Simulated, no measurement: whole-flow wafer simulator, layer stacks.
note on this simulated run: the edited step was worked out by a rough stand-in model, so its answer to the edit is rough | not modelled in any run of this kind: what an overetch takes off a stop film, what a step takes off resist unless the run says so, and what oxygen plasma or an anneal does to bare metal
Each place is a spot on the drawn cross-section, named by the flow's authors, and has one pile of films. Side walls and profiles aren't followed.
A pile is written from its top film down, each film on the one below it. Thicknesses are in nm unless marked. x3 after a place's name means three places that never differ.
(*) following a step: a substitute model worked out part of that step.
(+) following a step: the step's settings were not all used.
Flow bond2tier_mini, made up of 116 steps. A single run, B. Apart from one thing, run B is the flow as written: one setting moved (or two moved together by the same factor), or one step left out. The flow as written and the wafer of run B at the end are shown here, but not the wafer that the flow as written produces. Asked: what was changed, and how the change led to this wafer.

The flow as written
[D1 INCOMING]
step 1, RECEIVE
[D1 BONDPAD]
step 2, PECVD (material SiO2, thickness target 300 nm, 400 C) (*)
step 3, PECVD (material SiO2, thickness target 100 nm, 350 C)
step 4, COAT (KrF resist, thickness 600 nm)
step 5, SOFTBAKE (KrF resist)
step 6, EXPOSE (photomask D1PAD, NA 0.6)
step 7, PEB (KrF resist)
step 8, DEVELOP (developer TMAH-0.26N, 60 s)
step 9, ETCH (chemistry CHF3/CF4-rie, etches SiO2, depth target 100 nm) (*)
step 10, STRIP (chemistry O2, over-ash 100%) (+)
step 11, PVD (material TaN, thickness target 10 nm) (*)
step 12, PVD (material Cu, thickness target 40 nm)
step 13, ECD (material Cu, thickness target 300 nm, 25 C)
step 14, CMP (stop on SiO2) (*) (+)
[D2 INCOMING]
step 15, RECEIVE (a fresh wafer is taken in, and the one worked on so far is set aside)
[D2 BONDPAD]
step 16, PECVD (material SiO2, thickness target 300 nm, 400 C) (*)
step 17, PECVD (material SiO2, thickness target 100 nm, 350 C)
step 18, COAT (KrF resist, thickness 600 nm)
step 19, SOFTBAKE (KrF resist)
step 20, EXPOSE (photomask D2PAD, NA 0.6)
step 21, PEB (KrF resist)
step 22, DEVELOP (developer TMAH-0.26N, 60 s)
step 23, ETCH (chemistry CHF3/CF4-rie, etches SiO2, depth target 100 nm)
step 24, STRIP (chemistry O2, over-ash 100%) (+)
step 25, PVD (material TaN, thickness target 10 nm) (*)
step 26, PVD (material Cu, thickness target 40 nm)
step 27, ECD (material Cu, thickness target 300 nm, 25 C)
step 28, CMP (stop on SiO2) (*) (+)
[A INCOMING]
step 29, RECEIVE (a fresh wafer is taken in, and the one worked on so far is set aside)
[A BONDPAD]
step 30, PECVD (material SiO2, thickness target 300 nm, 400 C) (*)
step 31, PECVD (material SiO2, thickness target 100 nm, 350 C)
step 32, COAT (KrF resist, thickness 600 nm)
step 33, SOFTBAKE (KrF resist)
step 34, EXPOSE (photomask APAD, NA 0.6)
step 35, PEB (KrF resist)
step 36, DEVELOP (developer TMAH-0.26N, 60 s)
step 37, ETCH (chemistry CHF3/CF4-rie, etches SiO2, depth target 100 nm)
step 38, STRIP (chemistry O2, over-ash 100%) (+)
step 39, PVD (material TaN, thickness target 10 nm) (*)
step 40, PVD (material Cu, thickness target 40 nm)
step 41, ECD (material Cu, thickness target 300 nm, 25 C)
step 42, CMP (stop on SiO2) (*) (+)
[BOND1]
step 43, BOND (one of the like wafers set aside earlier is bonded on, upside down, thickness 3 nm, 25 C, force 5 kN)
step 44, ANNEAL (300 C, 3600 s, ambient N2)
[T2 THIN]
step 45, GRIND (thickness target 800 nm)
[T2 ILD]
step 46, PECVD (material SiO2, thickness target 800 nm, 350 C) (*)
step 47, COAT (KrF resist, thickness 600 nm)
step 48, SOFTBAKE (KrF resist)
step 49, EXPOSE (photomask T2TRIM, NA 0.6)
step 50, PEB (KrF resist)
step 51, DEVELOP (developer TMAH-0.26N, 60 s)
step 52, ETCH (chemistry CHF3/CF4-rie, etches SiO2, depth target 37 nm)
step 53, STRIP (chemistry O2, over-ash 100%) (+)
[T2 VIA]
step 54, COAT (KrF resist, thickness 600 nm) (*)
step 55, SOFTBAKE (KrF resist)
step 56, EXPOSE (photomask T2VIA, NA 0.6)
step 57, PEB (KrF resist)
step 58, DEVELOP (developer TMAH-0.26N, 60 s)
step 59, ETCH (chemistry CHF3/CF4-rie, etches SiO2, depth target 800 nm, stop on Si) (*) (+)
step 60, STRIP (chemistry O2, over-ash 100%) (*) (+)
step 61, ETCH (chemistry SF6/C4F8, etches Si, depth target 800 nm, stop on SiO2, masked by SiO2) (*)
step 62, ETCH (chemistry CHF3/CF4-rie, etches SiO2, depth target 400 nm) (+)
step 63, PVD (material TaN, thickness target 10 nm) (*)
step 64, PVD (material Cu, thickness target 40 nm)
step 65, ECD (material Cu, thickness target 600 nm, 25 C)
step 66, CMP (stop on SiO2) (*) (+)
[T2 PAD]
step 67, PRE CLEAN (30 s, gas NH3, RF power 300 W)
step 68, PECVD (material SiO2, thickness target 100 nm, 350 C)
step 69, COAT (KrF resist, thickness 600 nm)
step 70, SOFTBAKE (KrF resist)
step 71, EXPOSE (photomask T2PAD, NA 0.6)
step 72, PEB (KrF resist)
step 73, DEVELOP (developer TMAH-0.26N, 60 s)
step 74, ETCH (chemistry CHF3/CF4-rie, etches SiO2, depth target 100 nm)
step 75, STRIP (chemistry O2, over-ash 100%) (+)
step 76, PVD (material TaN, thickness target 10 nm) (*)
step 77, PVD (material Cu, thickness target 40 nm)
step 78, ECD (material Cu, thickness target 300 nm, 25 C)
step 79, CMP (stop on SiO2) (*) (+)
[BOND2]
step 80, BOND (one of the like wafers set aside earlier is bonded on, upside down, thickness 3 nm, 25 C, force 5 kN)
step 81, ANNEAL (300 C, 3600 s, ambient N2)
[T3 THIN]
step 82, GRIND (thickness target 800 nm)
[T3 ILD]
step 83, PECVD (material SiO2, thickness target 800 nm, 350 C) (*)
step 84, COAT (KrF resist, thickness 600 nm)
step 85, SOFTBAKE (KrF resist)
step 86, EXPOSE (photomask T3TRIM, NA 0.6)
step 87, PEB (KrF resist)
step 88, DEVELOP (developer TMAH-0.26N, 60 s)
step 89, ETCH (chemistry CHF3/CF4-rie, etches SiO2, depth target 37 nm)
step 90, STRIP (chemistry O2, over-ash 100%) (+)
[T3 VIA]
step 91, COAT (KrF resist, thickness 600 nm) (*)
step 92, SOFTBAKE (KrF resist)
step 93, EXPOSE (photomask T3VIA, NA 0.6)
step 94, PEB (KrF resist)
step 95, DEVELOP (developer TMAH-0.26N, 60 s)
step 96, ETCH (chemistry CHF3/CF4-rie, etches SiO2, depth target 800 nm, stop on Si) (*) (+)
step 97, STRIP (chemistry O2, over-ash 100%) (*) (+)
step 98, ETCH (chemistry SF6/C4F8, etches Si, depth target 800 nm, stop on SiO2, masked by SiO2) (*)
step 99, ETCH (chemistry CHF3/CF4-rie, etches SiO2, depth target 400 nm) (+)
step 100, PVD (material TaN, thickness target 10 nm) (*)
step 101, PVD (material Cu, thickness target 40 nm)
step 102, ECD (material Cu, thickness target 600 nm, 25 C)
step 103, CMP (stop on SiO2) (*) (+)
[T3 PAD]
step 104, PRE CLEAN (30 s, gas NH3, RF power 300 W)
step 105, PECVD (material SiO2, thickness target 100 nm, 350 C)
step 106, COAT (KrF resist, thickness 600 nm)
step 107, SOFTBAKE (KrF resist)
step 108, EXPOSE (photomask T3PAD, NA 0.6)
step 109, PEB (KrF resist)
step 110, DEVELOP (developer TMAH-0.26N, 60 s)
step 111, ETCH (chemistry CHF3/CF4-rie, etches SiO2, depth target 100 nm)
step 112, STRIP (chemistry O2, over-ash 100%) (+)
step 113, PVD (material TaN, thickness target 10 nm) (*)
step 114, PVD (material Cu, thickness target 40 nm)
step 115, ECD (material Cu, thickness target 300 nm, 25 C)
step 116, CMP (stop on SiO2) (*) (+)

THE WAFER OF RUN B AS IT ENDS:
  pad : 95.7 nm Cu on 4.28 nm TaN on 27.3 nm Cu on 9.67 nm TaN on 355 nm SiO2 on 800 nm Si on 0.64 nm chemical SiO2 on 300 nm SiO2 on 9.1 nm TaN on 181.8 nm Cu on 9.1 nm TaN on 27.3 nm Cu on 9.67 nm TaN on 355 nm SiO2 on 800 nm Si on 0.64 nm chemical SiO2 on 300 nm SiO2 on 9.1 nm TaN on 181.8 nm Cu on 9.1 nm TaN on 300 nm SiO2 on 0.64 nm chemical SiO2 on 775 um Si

What caused this: step 113, PVD: thickness target 4.7 nm was run, though the flow has thickness target 10 nm.

How this came from the change, step by step:
  step 113, PVD (material TaN, thickness target 10 nm) (*)
      field: +4.7 TaN (new film) (it would be, as written: +10 TaN (new film))
      pad: +4.28 TaN (new film) (it would be, as written: +9.1 TaN (new film))
  step 116, CMP (stop on SiO2) (*) (+)
      field: -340 Cu (all of it), -4.7 TaN (all of it) (it would be, as written: -340 Cu (all of it), -10 TaN (all of it))
